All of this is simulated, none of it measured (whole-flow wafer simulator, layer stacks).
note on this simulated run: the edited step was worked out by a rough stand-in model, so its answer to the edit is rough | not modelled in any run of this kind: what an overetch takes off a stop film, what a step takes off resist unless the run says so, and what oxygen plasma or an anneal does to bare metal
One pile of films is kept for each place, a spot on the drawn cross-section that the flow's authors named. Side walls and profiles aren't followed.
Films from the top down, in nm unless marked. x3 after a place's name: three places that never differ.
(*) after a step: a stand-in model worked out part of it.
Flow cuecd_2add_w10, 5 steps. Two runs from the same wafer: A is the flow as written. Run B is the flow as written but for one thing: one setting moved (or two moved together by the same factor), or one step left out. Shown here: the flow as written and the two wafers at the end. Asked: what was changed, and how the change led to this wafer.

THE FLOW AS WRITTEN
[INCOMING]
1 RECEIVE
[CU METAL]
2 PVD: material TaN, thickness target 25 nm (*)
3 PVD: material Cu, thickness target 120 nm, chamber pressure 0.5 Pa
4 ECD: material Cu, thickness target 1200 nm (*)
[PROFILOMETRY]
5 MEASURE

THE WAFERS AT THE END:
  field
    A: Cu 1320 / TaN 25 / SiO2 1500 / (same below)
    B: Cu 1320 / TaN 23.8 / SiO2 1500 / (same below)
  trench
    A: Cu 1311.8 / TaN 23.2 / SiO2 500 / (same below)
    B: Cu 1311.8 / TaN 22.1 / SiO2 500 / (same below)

The cause: step 2, PVD: thickness target 23.8 nm was run, where the flow has thickness target 25 nm.
It can be read off the wafer: field has TaN 23.8, and step 2 as written asks for 25 nm.

How the change led to this, step by step:
  2 PVD: material TaN, thickness target 25 nm (*)
      field: A TaN +25 (new film) | B TaN +23.8 (new film)
      trench: A TaN +23.2 (new film) | B TaN +22.1 (new film)
